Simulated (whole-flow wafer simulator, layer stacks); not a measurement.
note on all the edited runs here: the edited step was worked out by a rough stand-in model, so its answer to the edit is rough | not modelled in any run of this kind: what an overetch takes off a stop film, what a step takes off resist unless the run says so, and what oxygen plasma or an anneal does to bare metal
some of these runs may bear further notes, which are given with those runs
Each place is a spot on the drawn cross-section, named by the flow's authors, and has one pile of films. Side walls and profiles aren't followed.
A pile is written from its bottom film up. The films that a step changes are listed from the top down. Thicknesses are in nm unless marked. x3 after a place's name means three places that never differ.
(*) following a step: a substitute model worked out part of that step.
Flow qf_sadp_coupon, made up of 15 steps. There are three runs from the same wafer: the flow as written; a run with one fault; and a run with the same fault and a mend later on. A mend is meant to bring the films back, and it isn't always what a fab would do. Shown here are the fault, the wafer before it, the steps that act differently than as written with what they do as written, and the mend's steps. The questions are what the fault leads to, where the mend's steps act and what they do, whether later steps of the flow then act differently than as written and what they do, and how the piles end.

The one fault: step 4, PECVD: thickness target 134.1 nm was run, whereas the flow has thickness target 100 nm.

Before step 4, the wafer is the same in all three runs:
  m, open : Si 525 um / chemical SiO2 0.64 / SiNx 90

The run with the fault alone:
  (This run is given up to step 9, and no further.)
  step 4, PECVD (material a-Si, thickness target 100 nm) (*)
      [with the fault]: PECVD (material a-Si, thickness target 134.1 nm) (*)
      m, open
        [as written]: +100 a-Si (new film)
        [with the fault]: +134.1 a-Si (new film)
  Every later step of the flow up to step 9 that is run acts as written at every place that is followed.
  After step 9, at m, open, the piles differ from the flow's by more than 2% or 0.5 nm, whichever is larger.
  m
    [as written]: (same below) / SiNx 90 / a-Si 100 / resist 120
    [with the fault]: (same below) / SiNx 90 / a-Si 134.1 / resist 120
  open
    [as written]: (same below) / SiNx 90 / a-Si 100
    [with the fault]: (same below) / SiNx 90 / a-Si 134.1

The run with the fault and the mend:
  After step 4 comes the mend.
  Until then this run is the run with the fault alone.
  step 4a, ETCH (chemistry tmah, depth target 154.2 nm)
      m, open
        -134.1 a-Si (all of it)
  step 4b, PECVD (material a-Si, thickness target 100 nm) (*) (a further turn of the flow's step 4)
      m, open
        +100 a-Si (new film)
  Every later step of the flow that is run acts as written at every place that is followed.
  By the end, the piles equal the flow's at every place that both follow.
